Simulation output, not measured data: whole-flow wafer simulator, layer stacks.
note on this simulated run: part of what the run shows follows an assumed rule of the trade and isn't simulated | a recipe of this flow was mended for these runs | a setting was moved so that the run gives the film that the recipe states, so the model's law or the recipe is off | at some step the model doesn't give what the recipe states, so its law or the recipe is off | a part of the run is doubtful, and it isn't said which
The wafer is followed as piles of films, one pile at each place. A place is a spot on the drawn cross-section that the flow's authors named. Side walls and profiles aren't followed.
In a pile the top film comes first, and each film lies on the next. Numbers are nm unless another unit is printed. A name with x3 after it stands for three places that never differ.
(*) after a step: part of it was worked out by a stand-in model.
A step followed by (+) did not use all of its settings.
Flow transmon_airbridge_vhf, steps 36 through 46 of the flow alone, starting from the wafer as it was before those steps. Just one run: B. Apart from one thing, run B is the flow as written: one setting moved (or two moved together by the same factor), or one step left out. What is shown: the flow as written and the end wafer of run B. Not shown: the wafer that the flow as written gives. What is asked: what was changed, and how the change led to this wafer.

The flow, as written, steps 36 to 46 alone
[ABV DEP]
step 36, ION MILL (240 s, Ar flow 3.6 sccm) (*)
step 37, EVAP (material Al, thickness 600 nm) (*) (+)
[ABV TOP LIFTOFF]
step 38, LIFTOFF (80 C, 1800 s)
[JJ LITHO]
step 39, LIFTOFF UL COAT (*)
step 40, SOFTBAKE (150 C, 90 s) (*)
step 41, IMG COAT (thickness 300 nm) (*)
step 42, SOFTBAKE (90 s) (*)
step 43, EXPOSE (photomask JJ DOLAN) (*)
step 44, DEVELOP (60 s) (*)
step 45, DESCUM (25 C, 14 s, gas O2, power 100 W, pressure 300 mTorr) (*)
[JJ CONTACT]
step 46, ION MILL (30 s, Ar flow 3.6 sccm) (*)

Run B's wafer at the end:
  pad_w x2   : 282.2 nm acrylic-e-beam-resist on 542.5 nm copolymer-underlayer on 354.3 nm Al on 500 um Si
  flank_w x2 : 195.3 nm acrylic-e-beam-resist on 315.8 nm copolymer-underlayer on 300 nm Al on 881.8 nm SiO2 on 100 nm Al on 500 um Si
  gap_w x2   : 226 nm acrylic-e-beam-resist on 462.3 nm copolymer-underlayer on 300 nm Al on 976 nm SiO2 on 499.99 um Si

What caused this: step 37, EVAP: thickness 300 nm was run, while the flow as written has thickness 600 nm.
One can read it off the wafer: flank_w x2 has Al 300, and step 37 as written asks for 600 nm.

Step by step, how the change led to this:
  step 37, EVAP (material Al, thickness 600 nm) (*) (+)
      field x3, jj_line, ground_far and 10 more: Al gains 300 (new film) (it would be, as written: Al gains 600 (new film))
      pad_w x2: Al gains 295.6 (it would be, as written: Al gains 591.1)
  step 38, LIFTOFF (80 C, 1800 s)
      field x3, jj_line, trace_open_s x2: Al loses 300 (all of it), i-line-resist loses 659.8 (all of it), lift-off-underlayer loses 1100 (all of it), acrylic-e-beam-resist loses 240 (all of it) (it would be, as written: Al loses 600 (all of it), i-line-resist loses 659.8 (all of it), lift-off-underlayer loses 1100 (all of it), acrylic-e-beam-resist loses 240 (all of it))
      margin_s, margin_n: Al loses 300 (all of it), i-line-resist loses 378.2 (all of it), lift-off-underlayer loses 823.4 (all of it), acrylic-e-beam-resist loses 168.6 (all of it) (it would be, as written: Al loses 600 (all of it), i-line-resist loses 378.2 (all of it), lift-off-underlayer loses 823.4 (all of it), acrylic-e-beam-resist loses 168.6 (all of it))
      (also at 1 further place)
  step 39, LIFTOFF UL COAT (*)
      pad_w x2: copolymer-underlayer gains 542.5 (new film) (it would be, as written: copolymer-underlayer gains 513.6 (new film))
      flank_w x2: copolymer-underlayer gains 315.8 (new film) (it would be, as written: copolymer-underlayer gains 308 (new film))
      (also at 6 further places)
  step 41, IMG COAT (thickness 300 nm) (*)
      pad_w x2: acrylic-e-beam-resist gains 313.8 (new film) (it would be, as written: acrylic-e-beam-resist gains 300.2 (new film))
      flank_w x2: acrylic-e-beam-resist gains 226.9 (new film) (it would be, as written: acrylic-e-beam-resist gains 217.1 (new film))
      (also at 6 further places)
